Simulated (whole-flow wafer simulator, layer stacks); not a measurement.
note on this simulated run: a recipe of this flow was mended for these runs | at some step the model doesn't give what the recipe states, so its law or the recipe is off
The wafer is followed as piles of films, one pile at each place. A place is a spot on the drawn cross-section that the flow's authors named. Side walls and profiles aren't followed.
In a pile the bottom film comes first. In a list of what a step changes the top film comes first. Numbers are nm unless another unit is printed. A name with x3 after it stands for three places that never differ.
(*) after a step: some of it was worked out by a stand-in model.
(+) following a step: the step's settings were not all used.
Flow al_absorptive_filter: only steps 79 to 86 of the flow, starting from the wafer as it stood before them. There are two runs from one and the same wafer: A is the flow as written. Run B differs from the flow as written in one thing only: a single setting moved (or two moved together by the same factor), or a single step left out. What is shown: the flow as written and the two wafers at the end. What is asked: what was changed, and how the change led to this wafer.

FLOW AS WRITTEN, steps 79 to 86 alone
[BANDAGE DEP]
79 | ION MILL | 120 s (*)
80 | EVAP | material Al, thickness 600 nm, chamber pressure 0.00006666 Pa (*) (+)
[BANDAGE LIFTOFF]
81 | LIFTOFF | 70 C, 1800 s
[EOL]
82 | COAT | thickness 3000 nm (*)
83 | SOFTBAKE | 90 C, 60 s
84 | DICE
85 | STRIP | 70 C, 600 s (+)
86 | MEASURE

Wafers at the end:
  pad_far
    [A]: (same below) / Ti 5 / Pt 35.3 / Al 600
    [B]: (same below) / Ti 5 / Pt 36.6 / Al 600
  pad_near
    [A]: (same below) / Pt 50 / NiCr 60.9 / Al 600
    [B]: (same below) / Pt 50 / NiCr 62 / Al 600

Cause: step 79, ION MILL: 110 s was run, whereas the flow has 120 s.

How this came from the change, step by step:
  79 | ION MILL | 120 s (*)
      gnd, ledge, res and 9 more: A i-line-resist loses 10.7 | B i-line-resist loses 9.77
      pad_far: A Pt loses 14.7 | B Pt loses 13.4
      (also at 1 further place)
